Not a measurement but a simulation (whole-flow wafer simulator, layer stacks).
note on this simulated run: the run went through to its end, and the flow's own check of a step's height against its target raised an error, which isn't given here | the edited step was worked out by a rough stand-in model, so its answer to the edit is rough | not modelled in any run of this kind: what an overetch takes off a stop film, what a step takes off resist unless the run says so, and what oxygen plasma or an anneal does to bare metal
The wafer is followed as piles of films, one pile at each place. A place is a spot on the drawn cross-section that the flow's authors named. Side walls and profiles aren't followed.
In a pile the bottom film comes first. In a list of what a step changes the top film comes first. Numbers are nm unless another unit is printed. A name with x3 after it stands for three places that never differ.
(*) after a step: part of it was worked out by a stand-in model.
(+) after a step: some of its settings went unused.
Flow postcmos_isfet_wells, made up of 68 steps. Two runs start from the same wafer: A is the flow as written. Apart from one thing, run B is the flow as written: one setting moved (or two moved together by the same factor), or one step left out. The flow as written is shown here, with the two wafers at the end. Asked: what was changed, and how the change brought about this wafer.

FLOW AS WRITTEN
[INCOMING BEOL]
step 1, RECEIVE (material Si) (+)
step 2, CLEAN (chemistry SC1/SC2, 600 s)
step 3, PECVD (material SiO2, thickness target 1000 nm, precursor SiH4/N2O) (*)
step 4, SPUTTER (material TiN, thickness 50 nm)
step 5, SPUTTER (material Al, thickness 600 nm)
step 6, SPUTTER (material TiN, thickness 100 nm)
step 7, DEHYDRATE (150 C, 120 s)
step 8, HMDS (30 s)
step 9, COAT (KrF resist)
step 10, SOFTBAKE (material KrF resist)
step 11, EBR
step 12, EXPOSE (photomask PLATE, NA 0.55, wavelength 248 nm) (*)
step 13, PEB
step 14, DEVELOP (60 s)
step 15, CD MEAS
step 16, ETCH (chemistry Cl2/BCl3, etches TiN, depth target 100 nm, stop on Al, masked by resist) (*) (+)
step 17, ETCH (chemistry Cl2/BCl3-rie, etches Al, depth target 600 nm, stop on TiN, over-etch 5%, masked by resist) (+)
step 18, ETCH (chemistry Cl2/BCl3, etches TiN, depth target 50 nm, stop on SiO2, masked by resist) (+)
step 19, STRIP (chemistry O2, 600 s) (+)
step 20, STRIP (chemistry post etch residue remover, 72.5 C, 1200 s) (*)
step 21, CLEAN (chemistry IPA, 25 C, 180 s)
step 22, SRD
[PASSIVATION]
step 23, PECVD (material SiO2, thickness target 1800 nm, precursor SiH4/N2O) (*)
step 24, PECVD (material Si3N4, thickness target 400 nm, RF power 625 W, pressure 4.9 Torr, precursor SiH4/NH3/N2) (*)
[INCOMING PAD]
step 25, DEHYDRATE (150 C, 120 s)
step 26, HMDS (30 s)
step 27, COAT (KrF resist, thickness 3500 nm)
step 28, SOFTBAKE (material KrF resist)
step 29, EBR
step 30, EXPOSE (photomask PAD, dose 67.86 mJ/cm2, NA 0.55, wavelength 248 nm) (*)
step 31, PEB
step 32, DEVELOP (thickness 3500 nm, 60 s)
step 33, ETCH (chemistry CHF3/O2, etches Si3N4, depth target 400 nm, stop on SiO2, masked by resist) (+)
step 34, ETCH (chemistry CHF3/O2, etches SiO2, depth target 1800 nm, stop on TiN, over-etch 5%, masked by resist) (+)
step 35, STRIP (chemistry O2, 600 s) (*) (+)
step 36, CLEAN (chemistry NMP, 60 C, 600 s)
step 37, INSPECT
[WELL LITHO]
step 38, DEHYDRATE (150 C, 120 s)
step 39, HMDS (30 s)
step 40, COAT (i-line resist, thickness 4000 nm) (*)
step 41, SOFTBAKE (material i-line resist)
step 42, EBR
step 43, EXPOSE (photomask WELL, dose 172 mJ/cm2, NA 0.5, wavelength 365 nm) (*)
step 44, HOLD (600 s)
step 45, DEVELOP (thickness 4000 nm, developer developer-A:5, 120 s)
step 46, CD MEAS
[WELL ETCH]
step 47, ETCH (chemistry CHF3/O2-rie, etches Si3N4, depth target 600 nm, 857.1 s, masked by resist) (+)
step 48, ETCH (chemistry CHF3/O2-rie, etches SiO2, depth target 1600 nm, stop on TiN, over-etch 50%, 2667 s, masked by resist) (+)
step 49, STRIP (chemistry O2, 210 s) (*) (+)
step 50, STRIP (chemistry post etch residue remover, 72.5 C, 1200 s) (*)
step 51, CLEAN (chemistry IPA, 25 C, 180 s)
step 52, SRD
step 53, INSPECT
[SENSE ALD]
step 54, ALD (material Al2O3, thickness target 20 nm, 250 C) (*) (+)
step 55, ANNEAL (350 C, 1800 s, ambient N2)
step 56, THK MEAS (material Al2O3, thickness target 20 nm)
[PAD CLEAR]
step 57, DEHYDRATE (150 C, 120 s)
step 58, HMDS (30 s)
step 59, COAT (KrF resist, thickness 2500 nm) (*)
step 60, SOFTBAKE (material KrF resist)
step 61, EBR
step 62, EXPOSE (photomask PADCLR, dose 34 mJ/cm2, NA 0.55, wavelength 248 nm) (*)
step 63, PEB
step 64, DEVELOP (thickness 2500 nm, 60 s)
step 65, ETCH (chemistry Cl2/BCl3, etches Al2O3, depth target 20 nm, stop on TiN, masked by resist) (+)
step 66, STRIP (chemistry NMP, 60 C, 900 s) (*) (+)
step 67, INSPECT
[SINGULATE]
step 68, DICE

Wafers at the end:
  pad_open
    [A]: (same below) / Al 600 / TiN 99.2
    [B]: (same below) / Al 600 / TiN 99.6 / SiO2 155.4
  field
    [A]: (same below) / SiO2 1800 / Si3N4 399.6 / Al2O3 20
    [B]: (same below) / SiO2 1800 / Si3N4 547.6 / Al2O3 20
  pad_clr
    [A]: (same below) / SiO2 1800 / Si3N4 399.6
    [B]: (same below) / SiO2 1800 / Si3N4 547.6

The reason: step 24, PECVD: thickness target 548 nm was run, whereas the flow has thickness target 400 nm.

The path from the change to this, step by step:
  step 24, PECVD (material Si3N4, thickness target 400 nm, RF power 625 W, pressure 4.9 Torr, precursor SiH4/NH3/N2) (*)
      field, margin, well900, well1300 x3, pad_rim, pad_clr, pad_open: A +400 Si3N4 (new film) | B +548 Si3N4 (new film)
  step 33, ETCH (chemistry CHF3/O2, etches Si3N4, depth target 400 nm, stop on SiO2, masked by resist) (+)
      pad_open: A -400 Si3N4 (all of it) | B -400 Si3N4
  step 34, ETCH (chemistry CHF3/O2, etches SiO2, depth target 1800 nm, stop on TiN, over-etch 5%, masked by resist) (+)
      pad_open: A -1800 SiO2 (all of it) | B -148 Si3N4 (all of it), -1644.6 SiO2
  step 47, ETCH (chemistry CHF3/O2-rie, etches Si3N4, depth target 600 nm, 857.1 s, masked by resist) (+)
      well900, well1300 x3: A -400 Si3N4 (all of it), -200 SiO2 | B -548 Si3N4 (all of it), -52 SiO2
  step 48, ETCH (chemistry CHF3/O2-rie, etches SiO2, depth target 1600 nm, stop on TiN, over-etch 50%, 2667 s, masked by resist) (+)
      well900, well1300 x3: A -1600 SiO2 (all of it) | B -1748 SiO2 (all of it)
  step 59, COAT (KrF resist, thickness 2500 nm) (*)
      field: A +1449 KrF resist (new film) | B +1378.3 KrF resist (new film)
      margin: A +1448.9 KrF resist (new film) | B +1378.2 KrF resist (new film)
  step 63, PEB
      field, margin: A -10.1 KrF resist | B -9.59 KrF resist
  step 66, STRIP (chemistry NMP, 60 C, 900 s) (*) (+)
      field, margin: A -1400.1 KrF resist (all of it) | B -1329.9 KrF resist (all of it)
